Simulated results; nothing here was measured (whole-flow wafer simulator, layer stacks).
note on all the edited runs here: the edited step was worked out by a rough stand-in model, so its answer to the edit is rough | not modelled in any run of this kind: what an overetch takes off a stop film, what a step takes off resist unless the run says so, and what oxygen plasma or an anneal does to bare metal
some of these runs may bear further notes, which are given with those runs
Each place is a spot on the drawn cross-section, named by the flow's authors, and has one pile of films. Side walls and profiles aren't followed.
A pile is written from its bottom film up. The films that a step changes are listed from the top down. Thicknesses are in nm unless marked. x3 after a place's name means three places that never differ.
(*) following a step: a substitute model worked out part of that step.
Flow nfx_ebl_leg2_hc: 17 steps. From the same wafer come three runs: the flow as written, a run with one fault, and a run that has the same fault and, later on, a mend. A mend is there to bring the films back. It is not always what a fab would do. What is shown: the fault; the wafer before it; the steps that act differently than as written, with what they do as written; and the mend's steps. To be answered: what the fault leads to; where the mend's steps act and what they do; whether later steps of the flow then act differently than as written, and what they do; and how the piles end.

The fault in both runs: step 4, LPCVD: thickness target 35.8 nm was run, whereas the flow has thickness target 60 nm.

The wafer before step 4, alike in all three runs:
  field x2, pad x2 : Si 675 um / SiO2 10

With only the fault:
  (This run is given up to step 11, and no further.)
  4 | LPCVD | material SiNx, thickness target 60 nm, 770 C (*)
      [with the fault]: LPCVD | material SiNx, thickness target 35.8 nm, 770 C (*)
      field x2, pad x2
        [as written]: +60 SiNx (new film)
        [with the fault]: +35.8 SiNx (new film)
  None of the later steps of the flow up to step 11 acts differently than as written at any place that is followed.
  After step 11, at field x2, pad x2, the piles differ from the flow's by more than 2% or 0.5 nm, whichever is larger.
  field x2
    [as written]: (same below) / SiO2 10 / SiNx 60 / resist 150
    [with the fault]: (same below) / SiO2 10 / SiNx 35.8 / resist 150
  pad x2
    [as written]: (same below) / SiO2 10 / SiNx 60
    [with the fault]: (same below) / SiO2 10 / SiNx 35.8

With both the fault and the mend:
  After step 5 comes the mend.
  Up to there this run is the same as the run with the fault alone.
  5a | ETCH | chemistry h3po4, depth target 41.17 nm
      field x2, pad x2
        -35.8 SiNx (all of it)
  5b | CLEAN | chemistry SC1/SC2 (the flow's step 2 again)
      leaves every film unchanged at each place that is followed
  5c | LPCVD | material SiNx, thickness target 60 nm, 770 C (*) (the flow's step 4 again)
      field x2, pad x2
        +60 SiNx (new film)
  None of the later steps of the flow acts differently than as written at any place that is followed.
  The piles end the same as the flow's at every place that both follow.
